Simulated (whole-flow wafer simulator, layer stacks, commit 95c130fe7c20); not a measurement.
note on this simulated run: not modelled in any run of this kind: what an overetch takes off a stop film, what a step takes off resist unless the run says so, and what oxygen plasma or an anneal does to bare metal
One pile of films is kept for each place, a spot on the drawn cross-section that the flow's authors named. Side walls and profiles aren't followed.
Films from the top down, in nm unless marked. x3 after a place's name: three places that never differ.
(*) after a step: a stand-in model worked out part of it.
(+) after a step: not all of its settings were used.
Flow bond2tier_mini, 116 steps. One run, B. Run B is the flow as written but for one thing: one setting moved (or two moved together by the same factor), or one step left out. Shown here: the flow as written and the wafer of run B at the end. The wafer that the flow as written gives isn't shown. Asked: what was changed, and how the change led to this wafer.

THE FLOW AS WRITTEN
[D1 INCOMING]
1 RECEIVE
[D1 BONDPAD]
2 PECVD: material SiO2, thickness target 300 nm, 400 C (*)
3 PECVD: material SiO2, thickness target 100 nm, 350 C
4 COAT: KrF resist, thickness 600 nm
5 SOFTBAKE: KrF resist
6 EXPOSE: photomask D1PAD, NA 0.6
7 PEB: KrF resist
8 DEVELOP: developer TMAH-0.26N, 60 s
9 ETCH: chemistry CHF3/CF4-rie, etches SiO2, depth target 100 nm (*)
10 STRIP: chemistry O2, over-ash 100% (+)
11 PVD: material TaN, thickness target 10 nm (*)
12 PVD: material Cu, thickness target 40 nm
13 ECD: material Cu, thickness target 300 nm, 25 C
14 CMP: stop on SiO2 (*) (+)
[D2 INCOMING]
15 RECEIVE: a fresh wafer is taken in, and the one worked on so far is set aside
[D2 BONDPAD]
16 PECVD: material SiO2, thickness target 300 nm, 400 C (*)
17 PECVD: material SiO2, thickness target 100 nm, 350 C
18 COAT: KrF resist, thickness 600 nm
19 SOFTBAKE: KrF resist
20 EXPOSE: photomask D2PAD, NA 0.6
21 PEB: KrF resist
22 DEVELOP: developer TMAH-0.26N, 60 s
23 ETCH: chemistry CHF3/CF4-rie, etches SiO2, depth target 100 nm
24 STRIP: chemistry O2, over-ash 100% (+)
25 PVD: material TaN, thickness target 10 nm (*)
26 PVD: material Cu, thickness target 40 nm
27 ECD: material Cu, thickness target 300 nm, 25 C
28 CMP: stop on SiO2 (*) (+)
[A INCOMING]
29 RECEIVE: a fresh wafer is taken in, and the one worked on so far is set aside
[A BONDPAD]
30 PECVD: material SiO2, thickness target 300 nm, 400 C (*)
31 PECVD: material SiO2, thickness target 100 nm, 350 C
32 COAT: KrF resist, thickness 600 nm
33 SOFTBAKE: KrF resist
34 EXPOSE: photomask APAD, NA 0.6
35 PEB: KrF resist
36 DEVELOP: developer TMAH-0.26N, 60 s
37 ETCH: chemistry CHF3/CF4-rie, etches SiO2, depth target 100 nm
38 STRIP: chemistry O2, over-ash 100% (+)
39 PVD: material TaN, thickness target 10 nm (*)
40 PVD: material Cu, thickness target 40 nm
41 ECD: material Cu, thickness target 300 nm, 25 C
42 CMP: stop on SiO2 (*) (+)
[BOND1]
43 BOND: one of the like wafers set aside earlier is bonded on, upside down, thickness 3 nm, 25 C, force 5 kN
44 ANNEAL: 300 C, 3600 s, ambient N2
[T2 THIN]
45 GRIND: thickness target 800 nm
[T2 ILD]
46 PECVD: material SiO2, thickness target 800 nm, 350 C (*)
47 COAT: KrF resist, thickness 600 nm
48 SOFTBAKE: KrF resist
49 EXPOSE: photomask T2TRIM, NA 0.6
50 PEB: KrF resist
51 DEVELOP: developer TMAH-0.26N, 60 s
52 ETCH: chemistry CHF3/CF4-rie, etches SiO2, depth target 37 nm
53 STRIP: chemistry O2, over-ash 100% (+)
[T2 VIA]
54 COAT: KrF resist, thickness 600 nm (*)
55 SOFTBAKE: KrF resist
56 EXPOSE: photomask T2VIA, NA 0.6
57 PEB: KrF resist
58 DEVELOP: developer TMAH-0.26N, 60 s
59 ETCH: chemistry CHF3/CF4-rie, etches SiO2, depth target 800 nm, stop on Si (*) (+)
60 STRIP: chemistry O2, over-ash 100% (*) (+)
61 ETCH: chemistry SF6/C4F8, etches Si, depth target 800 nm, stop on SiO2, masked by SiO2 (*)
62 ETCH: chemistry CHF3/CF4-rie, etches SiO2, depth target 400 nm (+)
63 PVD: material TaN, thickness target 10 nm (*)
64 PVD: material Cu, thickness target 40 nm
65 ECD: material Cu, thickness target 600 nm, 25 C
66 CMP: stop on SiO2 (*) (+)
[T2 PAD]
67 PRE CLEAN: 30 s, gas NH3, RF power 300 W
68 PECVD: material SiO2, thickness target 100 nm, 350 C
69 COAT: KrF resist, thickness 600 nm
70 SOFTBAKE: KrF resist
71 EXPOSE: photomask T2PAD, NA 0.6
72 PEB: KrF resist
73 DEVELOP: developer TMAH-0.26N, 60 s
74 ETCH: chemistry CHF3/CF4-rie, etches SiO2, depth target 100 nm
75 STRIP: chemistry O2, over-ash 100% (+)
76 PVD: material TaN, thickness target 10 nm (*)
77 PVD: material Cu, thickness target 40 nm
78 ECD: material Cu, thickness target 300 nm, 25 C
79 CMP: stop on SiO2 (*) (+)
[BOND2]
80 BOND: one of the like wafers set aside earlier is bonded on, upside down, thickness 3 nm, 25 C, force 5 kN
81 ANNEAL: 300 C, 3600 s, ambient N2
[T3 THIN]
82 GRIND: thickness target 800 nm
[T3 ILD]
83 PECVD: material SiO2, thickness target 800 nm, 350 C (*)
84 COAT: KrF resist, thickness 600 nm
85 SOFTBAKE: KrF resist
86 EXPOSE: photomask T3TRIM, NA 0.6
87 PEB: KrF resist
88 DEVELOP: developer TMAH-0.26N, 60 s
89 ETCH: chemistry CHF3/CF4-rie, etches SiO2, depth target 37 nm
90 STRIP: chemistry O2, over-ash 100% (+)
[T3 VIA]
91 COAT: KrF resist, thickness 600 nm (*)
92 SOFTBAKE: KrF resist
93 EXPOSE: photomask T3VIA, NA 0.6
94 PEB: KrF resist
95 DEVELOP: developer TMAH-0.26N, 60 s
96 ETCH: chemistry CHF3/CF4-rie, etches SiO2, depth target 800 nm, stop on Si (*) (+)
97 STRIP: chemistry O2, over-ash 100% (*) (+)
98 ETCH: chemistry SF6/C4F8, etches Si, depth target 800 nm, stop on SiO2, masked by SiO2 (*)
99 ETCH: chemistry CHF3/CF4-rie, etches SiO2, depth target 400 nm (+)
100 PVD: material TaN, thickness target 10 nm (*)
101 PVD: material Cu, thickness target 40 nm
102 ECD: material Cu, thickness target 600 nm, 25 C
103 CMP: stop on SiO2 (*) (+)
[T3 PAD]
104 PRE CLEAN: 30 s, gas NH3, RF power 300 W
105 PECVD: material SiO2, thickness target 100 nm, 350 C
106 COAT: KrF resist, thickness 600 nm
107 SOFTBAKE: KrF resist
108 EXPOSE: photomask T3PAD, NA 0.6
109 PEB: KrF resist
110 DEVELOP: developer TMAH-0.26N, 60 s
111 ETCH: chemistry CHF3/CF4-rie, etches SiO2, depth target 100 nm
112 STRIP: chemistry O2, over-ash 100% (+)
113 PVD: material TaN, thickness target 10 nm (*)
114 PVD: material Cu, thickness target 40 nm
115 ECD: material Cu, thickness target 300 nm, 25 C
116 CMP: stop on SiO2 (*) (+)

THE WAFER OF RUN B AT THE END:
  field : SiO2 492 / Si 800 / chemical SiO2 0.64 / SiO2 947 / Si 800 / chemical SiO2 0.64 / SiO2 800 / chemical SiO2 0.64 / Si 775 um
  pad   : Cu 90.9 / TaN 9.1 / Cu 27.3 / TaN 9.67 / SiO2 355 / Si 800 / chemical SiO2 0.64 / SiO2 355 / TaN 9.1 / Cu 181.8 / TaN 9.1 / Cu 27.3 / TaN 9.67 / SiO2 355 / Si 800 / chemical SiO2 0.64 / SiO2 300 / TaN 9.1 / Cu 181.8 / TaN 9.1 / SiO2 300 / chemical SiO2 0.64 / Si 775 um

The cause: step 17, PECVD: thickness target 155 nm was run, where the flow has thickness target 100 nm.

How the change led to this, step by step:
  17 PECVD: material SiO2, thickness target 100 nm, 350 C
      field, pad, via: SiO2 +155 (as written it would be: SiO2 +100)
  80 BOND: one of the like wafers set aside earlier is bonded on, upside down, thickness 3 nm, 25 C, force 5 kN
      field: Si +775 um (new film), chemical SiO2 +0.64 (new film), SiO2 +455 (as written it would be: Si +775 um (new film), chemical SiO2 +0.64 (new film), SiO2 +400)
      pad: Si +775 um (new film), chemical SiO2 +0.64 (new film), SiO2 +355 (new film), TaN +9.1 (new film), Cu +90.9 (as written it would be: Si +775 um (new film), chemical SiO2 +0.64 (new film), SiO2 +300 (new film), TaN +9.1 (new film), Cu +90.9)
